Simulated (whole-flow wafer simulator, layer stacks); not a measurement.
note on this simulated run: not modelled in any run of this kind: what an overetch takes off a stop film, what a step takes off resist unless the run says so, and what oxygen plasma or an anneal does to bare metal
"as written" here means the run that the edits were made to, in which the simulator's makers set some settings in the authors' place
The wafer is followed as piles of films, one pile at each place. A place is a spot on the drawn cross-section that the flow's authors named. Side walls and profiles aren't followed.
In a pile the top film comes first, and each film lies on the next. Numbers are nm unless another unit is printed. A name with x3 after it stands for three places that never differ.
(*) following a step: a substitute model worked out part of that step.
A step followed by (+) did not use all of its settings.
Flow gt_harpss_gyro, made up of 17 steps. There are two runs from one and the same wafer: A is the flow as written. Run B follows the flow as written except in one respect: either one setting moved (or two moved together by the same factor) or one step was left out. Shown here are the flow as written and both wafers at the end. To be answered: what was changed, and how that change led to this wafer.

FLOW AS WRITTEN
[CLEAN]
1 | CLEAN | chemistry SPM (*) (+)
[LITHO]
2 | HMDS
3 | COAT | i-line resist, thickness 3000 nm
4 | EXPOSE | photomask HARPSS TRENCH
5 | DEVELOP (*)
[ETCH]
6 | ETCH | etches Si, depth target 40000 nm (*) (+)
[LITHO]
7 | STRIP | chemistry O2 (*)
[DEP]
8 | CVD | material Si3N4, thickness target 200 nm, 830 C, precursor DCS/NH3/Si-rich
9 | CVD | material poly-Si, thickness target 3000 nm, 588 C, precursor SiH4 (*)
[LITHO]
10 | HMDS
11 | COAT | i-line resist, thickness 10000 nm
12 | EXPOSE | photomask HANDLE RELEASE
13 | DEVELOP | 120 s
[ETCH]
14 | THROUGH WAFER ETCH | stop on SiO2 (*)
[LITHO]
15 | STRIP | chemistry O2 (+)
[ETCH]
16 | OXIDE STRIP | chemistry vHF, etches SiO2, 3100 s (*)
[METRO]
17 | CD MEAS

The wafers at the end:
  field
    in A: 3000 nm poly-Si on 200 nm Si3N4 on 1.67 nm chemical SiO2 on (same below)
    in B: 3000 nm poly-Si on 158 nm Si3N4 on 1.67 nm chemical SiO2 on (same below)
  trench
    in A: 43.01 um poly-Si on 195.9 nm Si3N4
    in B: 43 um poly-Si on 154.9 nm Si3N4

The reason: step 8, CVD: thickness target 158 nm was run, though the flow has thickness target 200 nm.
One can read it off the wafer: field has Si3N4 158, and step 8 as written asks for 200 nm.

The path from the change to this, step by step:
  8 | CVD | material Si3N4, thickness target 200 nm, 830 C, precursor DCS/NH3/Si-rich
      field: A +200 Si3N4 (new film) | B +158 Si3N4 (new film)
      trench: A +195.9 Si3N4 (new film) | B +154.9 Si3N4 (new film)
  9 | CVD | material poly-Si, thickness target 3000 nm, 588 C, precursor SiH4 (*)
      trench: A +43.01 um poly-Si (new film) | B +43 um poly-Si (new film)
